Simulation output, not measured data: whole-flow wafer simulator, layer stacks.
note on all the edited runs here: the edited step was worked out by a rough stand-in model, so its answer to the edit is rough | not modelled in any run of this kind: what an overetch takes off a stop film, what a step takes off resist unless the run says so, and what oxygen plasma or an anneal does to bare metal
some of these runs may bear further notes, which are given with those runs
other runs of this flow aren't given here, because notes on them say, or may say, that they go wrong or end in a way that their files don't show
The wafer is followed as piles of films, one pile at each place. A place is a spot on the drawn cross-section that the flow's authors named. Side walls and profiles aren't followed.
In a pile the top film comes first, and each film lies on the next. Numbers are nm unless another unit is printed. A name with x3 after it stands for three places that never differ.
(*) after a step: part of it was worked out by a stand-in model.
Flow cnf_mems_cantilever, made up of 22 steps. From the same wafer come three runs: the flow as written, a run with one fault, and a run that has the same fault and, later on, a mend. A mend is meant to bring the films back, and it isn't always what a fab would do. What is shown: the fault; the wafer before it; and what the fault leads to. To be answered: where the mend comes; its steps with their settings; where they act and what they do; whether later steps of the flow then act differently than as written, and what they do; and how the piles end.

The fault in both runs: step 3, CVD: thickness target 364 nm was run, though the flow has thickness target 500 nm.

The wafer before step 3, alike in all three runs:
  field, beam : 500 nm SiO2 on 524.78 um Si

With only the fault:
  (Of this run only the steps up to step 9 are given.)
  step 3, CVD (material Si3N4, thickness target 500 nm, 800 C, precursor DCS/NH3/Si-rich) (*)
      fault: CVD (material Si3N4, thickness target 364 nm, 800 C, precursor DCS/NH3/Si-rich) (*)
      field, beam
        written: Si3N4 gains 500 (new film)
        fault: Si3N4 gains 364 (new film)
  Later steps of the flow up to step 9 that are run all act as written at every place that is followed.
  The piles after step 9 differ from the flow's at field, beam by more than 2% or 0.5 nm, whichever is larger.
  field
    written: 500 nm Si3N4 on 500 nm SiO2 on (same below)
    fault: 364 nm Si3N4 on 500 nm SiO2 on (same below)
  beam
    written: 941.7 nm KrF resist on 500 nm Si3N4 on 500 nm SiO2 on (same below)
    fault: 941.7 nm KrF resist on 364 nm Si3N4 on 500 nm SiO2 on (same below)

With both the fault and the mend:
  After step 9 comes the mend.
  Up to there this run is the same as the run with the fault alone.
  step 9a, STRIP (chemistry O2, power 800 W) (*)
      beam
        KrF resist loses 941.7 (all of it)
  step 9b, CLEAN (chemistry SC1/SC2) (*) (a further turn of the flow's step 1)
      alters no film at any place that is followed
  step 9c, CVD (material Si3N4, thickness target 136 nm, 800 C, precursor DCS/NH3/Si-rich) (*) (a further turn of the flow's step 3, with different settings)
      field, beam
        Si3N4 gains 136
  step 9d, HMDS (a further turn of the flow's step 4)
      alters no film at any place that is followed
  step 9e, COAT (KrF resist, thickness 1000 nm) (a further turn of the flow's step 5)
      field, beam
        KrF resist gains 1000 (new film)
  step 9f, SOFTBAKE (KrF resist) (a further turn of the flow's step 6)
      alters no film at any place that is followed
  step 9g, EXPOSE (photomask CANTILEVER) (a further turn of the flow's step 7)
      alters no film at any place that is followed
  step 9h, PEB (KrF resist, 135 C, 90 s) (a further turn of the flow's step 8)
      field, beam
        KrF resist loses 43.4
  step 9i, DEVELOP (developer TMAH-0.26N, 60 s) (a further turn of the flow's step 9)
      field
        KrF resist loses 956.6 (all of it)
      beam
        KrF resist loses 14.9
  Later steps of the flow that are run all act as written at every place that is followed.
  By the end, the piles equal the flow's at every place that both follow.
